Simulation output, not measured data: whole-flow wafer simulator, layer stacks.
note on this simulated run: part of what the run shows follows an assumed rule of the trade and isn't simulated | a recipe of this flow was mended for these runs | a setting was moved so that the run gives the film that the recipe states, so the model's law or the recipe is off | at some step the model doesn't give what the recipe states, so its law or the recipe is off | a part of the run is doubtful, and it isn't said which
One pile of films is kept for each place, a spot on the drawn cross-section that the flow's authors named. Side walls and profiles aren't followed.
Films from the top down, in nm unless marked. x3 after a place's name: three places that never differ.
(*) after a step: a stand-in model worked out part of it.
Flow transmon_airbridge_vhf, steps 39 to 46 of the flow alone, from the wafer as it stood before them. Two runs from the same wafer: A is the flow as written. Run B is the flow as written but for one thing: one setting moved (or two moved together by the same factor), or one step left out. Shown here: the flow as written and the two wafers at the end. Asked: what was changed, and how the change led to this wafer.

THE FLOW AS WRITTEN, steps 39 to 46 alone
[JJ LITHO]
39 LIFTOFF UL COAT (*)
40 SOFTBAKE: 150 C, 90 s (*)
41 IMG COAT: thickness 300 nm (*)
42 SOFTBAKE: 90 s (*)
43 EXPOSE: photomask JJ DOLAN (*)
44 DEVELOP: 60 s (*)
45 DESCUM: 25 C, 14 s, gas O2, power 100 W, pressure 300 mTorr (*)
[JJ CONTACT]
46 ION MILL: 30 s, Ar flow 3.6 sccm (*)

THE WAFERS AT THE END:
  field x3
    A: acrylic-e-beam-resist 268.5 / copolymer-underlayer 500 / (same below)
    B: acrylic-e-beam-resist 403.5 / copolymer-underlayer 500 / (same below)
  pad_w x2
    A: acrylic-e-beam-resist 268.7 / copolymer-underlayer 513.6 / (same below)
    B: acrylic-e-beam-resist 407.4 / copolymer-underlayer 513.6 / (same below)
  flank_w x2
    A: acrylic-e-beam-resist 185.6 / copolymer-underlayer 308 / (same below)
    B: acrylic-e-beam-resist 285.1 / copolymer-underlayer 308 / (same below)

The cause: step 41, IMG COAT: thickness 435 nm was run, where the flow has thickness 300 nm.

How the change led to this, step by step:
  41 IMG COAT: thickness 300 nm (*)
      field x3, jj_line, ground_far x3: A acrylic-e-beam-resist +300 (new film) | B acrylic-e-beam-resist +435 (new film)
      pad_w x2: A acrylic-e-beam-resist +300.2 (new film) | B acrylic-e-beam-resist +438.9 (new film)
      (and at 8 more places)
  44 DEVELOP: 60 s (*)
      jj_line: A acrylic-e-beam-resist -300 (all of it), copolymer-underlayer -500 (all of it) | B acrylic-e-beam-resist -435 (all of it), copolymer-underlayer -500 (all of it)
